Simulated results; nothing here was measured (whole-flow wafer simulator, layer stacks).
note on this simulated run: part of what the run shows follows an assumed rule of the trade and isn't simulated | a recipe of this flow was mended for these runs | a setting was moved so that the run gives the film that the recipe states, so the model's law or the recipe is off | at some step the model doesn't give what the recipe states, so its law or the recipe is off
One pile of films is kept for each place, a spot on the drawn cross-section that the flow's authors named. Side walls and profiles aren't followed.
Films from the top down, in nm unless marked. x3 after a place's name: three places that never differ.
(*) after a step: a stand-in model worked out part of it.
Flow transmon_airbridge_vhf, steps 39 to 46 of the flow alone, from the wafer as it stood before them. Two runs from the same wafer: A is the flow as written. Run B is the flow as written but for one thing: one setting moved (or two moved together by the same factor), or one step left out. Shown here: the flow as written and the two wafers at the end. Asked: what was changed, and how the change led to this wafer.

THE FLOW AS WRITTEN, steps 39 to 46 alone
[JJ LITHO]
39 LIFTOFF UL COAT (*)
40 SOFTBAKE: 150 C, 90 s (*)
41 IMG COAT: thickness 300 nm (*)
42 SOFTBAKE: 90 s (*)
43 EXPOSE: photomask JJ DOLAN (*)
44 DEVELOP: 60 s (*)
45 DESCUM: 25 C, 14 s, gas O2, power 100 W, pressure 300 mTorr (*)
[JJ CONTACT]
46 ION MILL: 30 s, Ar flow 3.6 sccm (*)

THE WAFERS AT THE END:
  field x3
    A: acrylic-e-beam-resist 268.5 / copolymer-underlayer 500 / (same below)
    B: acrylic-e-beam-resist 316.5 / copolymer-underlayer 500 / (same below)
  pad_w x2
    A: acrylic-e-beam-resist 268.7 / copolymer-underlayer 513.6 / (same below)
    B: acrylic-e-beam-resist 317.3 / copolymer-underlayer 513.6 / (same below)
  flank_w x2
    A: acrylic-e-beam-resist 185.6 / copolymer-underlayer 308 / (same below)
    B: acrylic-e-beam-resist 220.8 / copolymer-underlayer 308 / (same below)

The cause: step 41, IMG COAT: thickness 348 nm was run, where the flow has thickness 300 nm.

How the change led to this, step by step:
  41 IMG COAT: thickness 300 nm (*)
      field x3, jj_line, ground_far x3: A acrylic-e-beam-resist +300 (new film) | B acrylic-e-beam-resist +348 (new film)
      pad_w x2: A acrylic-e-beam-resist +300.2 (new film) | B acrylic-e-beam-resist +348.9 (new film)
      (and at 8 more places)
  44 DEVELOP: 60 s (*)
      jj_line: A acrylic-e-beam-resist -300 (all of it), copolymer-underlayer -500 (all of it) | B acrylic-e-beam-resist -348 (all of it), copolymer-underlayer -500 (all of it)
